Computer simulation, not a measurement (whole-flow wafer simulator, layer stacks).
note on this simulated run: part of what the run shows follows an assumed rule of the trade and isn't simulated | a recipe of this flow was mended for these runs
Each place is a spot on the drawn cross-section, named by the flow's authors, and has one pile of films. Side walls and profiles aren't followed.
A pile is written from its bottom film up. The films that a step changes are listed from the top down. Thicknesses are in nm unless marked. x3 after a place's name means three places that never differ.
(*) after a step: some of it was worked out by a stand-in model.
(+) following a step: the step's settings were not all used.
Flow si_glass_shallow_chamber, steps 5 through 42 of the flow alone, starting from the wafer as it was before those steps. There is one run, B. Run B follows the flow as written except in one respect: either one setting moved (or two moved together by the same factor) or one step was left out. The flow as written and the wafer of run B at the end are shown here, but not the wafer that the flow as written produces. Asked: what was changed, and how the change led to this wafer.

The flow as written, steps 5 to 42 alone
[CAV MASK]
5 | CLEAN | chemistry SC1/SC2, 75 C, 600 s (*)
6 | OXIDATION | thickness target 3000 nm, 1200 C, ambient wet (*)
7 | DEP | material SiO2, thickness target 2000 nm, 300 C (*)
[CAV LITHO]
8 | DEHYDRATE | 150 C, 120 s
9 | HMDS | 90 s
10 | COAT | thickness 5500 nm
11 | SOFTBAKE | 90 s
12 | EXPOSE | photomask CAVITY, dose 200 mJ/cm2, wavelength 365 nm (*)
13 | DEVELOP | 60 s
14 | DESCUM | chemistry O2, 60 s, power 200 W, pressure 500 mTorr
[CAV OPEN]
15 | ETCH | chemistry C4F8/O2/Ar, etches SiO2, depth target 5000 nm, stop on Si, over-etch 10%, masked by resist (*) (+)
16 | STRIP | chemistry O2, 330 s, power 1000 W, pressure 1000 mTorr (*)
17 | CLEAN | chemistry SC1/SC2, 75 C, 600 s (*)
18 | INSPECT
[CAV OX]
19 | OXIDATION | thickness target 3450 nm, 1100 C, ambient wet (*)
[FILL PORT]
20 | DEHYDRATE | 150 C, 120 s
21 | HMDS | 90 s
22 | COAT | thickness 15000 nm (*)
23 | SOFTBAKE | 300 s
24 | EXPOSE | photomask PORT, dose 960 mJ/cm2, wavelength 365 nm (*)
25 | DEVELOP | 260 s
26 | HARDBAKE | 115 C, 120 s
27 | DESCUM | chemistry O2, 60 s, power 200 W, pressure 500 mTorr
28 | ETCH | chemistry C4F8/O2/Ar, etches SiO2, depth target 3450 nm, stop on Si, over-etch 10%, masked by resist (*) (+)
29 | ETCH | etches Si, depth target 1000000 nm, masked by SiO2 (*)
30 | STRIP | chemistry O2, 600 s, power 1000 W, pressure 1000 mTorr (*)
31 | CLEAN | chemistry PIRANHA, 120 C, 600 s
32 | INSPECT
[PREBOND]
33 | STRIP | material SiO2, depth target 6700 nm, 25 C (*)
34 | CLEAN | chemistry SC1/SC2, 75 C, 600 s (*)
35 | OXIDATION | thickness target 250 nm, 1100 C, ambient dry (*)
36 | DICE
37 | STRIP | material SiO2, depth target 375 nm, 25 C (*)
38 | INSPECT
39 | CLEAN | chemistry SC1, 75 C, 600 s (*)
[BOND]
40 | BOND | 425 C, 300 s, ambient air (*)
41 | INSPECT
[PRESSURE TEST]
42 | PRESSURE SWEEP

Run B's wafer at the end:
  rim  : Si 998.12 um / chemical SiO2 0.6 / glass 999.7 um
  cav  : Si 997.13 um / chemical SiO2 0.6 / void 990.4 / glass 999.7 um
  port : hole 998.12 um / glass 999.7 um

What caused this: step 7, DEP: thickness target 2720 nm was run, though the flow has thickness target 2000 nm.

Step by step, how the change led to this:
  7 | DEP | material SiO2, thickness target 2000 nm, 300 C (*)
      rim, ramp, cav, port, septum, ring: SiO2 gains 2720 (in the flow as written it would be: SiO2 gains 2000)
  15 | ETCH | chemistry C4F8/O2/Ar, etches SiO2, depth target 5000 nm, stop on Si, over-etch 10%, masked by resist (*) (+)
      cav, port: SiO2 loses 5500 (in the flow as written it would be: SiO2 loses 5000 (all of it), Si loses 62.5)
  16 | STRIP | chemistry O2, 330 s, power 1000 W, pressure 1000 mTorr (*)
      cav, port: nothing (in the flow as written it would be: chemical SiO2 gains 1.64 (new film), Si loses 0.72)
  17 | CLEAN | chemistry SC1/SC2, 75 C, 600 s (*)
      cav, port: SiO2 loses 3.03 (in the flow as written it would be: chemical SiO2 loses 1.04, Si loses 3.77)
  19 | OXIDATION | thickness target 3450 nm, 1100 C, ambient wet (*)
      cav, port: SiO2 gains 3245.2, Si loses 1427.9 (in the flow as written it would be: SiO2 gains 3450 (new film), chemical SiO2 loses 0.6 (all of it), Si loses 1517.7)
      rim, ramp, septum, ring: SiO2 gains 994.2, Si loses 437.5 (in the flow as written it would be: SiO2 gains 1110.9, Si loses 488.8)
  22 | COAT | thickness 15000 nm (*)
      rim: thick-i-line-resist gains 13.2 um (new film) (in the flow as written it would be: thick-i-line-resist gains 13.4 um (new film))
      ramp: thick-i-line-resist gains 12.63 um (new film) (in the flow as written it would be: thick-i-line-resist gains 12.89 um (new film))
      (and at 4 other places as well)
  23 | SOFTBAKE | 300 s
      rim: thick-i-line-resist loses 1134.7 (in the flow as written it would be: thick-i-line-resist loses 997)
      ramp: thick-i-line-resist loses 560.7 (in the flow as written it would be: thick-i-line-resist loses 487.1)
      (and at 4 other places as well)
  25 | DEVELOP | 260 s
      port: thick-i-line-resist loses 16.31 um (all of it) (in the flow as written it would be: thick-i-line-resist loses 16.16 um (all of it))
  26 | HARDBAKE | 115 C, 120 s
      rim, ramp: thick-i-line-resist loses 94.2 (in the flow as written it would be: thick-i-line-resist loses 98.2)
  28 | ETCH | chemistry C4F8/O2/Ar, etches SiO2, depth target 3450 nm, stop on Si, over-etch 10%, masked by resist (*) (+)
      port: SiO2 loses 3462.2 (all of it), Si loses 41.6 (in the flow as written it would be: SiO2 loses 3450 (all of it), Si loses 43.1)
  29 | ETCH | etches Si, depth target 1000000 nm, masked by SiO2 (*)
      rim, ramp: thick-i-line-resist loses 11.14 um (all of it), SiO2 loses 1794.3 (in the flow as written it would be: thick-i-line-resist loses 11.47 um (all of it), SiO2 loses 1617.3)
      port: hole gains 997.21 um (new film), Si loses 997.21 um (all of it) (in the flow as written it would be: hole gains 997.05 um (new film), Si loses 997.05 um (all of it))
      (and at 2 other places as well)
  30 | STRIP | chemistry O2, 600 s, power 1000 W, pressure 1000 mTorr (*)
      cav: thick-i-line-resist loses 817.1 (all of it) (in the flow as written it would be: thick-i-line-resist loses 669.6 (all of it))
  33 | STRIP | material SiO2, depth target 6700 nm, 25 C (*)
      rim, ramp: SiO2 loses 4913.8 (all of it) (in the flow as written it would be: SiO2 loses 4487.5 (all of it))
      septum: SiO2 loses 6320.4 (all of it) (in the flow as written it would be: SiO2 loses 5732.1 (all of it))
      (and at 1 other place as well)
  40 | BOND | 425 C, 300 s, ambient air (*)
      cav: glass gains 999.7 um (new film), void gains 990.4 (new film) (in the flow as written it would be: glass gains 999.7 um (new film), void gains 1095.9 (new film))
      port: glass gains 999.7 um (new film), hole gains 910.2 (in the flow as written it would be: glass gains 999.7 um (new film), hole gains 1017.3)
